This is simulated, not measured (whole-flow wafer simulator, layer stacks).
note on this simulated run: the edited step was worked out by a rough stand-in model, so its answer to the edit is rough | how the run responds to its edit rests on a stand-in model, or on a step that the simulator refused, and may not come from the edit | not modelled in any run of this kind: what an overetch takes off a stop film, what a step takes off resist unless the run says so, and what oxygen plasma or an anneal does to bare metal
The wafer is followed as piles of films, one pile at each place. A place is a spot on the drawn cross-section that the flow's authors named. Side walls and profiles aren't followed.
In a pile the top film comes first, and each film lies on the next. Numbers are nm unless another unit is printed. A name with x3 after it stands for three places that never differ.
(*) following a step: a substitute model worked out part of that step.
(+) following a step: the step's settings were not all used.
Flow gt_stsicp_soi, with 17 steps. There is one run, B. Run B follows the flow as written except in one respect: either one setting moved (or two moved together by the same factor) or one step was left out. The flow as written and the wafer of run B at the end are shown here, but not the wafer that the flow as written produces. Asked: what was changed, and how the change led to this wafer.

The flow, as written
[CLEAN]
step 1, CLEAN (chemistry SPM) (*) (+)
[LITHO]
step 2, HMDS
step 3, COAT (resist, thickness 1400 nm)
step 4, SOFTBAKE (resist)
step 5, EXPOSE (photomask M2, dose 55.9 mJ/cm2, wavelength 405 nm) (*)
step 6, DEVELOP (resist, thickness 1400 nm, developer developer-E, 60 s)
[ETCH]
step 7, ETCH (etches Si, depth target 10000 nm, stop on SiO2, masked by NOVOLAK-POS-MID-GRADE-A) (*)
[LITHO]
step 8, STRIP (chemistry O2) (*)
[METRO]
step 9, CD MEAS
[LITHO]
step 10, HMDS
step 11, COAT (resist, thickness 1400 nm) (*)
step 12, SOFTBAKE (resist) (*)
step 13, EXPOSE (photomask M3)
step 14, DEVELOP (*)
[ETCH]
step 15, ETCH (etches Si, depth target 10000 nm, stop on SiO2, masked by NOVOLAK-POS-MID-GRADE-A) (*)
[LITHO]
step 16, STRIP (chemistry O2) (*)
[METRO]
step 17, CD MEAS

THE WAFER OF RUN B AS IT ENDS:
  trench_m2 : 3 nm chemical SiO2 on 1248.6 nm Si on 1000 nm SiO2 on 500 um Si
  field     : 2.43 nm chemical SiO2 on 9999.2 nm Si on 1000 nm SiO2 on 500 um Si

Cause: step 7, ETCH: depth target 8750 nm was run, while the flow as written has depth target 10000 nm.

How this came from the change, step by step:
  step 7, ETCH (etches Si, depth target 10000 nm, stop on SiO2, masked by NOVOLAK-POS-MID-GRADE-A) (*)
      trench_m2: -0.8 chemical SiO2 (all of it), -8750 Si (as written it would have been: -0.8 chemical SiO2 (all of it), -9999.9 Si (all of it))
      field, trench_m3: -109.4 resist (as written it would have been: -125 resist)
  step 8, STRIP (chemistry O2) (*)
      trench_m2: +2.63 chemical SiO2 (new film), -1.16 Si (as written it would have been: nothing)
  step 11, COAT (resist, thickness 1400 nm) (*)
      trench_m2: +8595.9 resist (new film) (as written it would have been: +9583.4 resist (new film))
  step 12, SOFTBAKE (resist) (*)
      field: +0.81 resist (as written it would have been: nothing)
      trench_m2: +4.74 resist (as written it would have been: nothing)
      (and at 1 other place as well)
  step 16, STRIP (chemistry O2) (*)
      trench_m2: -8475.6 resist (all of it), +0.37 chemical SiO2, -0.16 Si (as written it would have been: -9458.4 resist (all of it))
